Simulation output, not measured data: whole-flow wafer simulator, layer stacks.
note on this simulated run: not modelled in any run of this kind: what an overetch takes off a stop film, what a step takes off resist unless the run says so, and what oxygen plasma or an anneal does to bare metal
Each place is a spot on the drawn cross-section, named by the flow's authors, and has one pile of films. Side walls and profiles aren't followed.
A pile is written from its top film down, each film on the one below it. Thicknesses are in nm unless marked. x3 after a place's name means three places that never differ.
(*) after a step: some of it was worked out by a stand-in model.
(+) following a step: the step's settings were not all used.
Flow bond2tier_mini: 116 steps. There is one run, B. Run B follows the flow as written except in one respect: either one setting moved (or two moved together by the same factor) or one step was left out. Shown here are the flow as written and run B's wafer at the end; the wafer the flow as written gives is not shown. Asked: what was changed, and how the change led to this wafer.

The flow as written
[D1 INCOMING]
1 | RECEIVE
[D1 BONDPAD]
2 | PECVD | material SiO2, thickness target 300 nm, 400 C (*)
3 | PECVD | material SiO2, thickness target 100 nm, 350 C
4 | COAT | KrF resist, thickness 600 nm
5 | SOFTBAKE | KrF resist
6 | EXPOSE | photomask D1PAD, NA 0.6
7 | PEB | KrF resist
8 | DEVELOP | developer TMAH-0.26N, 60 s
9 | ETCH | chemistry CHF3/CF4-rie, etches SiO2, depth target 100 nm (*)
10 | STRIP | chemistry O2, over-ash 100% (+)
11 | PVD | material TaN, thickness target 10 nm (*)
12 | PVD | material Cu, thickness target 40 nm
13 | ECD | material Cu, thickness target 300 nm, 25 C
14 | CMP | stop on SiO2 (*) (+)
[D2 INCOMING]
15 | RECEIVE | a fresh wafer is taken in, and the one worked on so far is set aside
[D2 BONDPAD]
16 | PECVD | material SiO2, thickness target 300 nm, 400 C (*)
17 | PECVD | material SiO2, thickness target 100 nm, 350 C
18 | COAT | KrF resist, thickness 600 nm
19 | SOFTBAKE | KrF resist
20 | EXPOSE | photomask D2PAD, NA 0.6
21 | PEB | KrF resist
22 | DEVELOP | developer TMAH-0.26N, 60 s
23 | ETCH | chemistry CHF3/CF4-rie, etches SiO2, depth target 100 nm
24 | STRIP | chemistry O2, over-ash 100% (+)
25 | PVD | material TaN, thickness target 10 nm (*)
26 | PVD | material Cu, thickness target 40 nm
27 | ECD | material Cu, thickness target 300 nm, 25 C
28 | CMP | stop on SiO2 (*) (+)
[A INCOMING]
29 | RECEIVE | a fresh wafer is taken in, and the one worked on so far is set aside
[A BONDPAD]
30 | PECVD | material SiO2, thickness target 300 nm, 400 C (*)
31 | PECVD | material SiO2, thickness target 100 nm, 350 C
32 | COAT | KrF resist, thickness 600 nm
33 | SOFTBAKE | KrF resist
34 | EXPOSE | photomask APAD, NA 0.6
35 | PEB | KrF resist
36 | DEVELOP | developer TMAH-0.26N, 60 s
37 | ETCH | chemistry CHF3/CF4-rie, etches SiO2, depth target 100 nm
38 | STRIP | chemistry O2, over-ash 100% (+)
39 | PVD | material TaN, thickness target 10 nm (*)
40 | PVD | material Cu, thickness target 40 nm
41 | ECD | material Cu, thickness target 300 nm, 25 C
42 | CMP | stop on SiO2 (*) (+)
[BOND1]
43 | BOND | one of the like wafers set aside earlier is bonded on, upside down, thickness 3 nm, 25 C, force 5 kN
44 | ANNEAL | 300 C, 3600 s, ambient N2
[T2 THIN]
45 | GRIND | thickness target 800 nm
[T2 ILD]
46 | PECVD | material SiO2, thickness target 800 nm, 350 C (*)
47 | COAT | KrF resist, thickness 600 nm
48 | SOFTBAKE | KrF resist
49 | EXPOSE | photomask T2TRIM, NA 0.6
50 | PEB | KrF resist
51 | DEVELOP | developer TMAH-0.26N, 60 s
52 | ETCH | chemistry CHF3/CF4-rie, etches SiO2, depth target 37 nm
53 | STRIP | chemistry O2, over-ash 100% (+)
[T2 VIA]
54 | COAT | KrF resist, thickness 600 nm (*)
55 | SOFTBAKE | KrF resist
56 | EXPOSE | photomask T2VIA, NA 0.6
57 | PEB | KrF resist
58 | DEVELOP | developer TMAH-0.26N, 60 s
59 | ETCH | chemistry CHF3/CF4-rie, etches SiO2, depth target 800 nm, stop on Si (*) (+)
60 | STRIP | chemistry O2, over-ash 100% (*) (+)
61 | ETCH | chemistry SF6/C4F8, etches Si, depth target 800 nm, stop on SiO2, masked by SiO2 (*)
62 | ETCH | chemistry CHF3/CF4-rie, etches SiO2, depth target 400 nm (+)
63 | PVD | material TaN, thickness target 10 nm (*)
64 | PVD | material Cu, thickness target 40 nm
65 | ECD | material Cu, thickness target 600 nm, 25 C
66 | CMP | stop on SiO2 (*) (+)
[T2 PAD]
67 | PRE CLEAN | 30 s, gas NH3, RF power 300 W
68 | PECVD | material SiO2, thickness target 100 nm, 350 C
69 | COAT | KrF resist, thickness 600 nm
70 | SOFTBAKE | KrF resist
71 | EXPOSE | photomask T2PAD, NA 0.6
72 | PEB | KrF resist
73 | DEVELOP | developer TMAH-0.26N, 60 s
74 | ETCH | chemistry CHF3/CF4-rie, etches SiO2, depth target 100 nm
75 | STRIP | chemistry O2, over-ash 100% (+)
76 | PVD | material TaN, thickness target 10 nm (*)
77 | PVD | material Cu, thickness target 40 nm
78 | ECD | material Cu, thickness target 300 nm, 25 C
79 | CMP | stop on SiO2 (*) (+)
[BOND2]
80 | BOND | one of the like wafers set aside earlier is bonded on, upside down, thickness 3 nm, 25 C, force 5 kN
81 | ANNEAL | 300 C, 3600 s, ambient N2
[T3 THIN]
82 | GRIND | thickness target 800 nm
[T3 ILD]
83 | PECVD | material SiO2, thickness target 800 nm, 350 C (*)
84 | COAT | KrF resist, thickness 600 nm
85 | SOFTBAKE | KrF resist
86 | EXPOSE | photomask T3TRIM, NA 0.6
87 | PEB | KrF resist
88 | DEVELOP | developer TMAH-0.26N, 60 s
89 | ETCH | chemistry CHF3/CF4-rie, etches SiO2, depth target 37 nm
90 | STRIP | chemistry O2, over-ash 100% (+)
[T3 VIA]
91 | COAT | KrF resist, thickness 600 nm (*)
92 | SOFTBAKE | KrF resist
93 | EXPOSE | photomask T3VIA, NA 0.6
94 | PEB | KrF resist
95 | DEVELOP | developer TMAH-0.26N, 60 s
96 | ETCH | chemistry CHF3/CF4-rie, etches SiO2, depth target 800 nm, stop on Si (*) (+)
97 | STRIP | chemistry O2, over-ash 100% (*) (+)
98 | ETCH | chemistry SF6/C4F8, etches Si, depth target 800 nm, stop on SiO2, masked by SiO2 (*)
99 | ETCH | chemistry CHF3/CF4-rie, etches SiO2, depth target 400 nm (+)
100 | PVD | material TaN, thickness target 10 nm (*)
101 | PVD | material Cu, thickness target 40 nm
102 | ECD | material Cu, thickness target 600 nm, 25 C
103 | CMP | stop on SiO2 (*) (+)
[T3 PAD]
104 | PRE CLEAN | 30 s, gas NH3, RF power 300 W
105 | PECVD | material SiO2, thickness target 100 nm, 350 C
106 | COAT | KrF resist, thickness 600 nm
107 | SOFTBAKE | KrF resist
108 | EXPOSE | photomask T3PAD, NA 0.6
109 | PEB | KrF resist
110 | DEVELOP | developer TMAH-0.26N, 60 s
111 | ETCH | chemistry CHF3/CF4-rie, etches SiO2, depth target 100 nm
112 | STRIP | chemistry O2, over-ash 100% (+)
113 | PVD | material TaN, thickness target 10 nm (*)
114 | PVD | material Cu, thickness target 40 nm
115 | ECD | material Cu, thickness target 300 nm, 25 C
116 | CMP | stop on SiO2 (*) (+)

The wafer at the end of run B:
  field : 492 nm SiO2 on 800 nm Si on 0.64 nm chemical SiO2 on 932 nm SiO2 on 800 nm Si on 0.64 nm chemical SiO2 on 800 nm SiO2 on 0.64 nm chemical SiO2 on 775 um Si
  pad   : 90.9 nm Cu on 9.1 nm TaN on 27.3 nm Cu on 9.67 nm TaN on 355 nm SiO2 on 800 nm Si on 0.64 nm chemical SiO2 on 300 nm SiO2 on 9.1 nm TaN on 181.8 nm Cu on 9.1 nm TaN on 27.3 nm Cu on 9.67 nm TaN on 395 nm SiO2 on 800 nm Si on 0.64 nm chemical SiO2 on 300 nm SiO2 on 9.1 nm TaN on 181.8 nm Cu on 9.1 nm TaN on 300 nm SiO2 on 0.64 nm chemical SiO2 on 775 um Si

What caused this: step 62, ETCH: depth target 360 nm was run, whereas the flow has depth target 400 nm.

Step by step, how the change led to this:
  62 | ETCH | chemistry CHF3/CF4-rie, etches SiO2, depth target 400 nm (+)
      field, pad: -360 SiO2 (in the flow as written it would be: -400 SiO2)
